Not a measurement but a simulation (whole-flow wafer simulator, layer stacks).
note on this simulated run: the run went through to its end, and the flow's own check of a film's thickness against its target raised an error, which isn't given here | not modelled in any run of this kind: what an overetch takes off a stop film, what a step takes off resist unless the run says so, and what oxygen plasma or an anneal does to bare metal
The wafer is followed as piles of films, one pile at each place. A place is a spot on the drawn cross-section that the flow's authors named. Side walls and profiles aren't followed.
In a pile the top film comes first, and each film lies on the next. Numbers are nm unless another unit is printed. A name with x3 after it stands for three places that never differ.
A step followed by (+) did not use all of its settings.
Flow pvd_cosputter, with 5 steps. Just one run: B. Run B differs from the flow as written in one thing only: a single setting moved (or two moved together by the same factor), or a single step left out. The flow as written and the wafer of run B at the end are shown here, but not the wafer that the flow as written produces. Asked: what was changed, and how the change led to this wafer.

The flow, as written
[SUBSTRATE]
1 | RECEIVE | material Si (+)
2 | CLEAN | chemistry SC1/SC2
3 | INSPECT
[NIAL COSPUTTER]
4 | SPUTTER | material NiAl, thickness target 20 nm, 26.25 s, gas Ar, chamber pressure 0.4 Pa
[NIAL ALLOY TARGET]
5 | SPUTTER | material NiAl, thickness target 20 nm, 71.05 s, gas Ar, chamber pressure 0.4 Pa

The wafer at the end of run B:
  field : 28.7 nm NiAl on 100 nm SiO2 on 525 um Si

The reason: step 4, SPUTTER: thickness target 8.7 nm was run, while the flow as written has thickness target 20 nm; step 4, SPUTTER: 11.42 s was run, where the flow has 26.25 s.

The path from the change to this, step by step:
  4 | SPUTTER | material NiAl, thickness target 20 nm, 26.25 s, gas Ar, chamber pressure 0.4 Pa
      field: NiAl gains 8.7 (new film) (as written it would have been: NiAl gains 20 (new film))
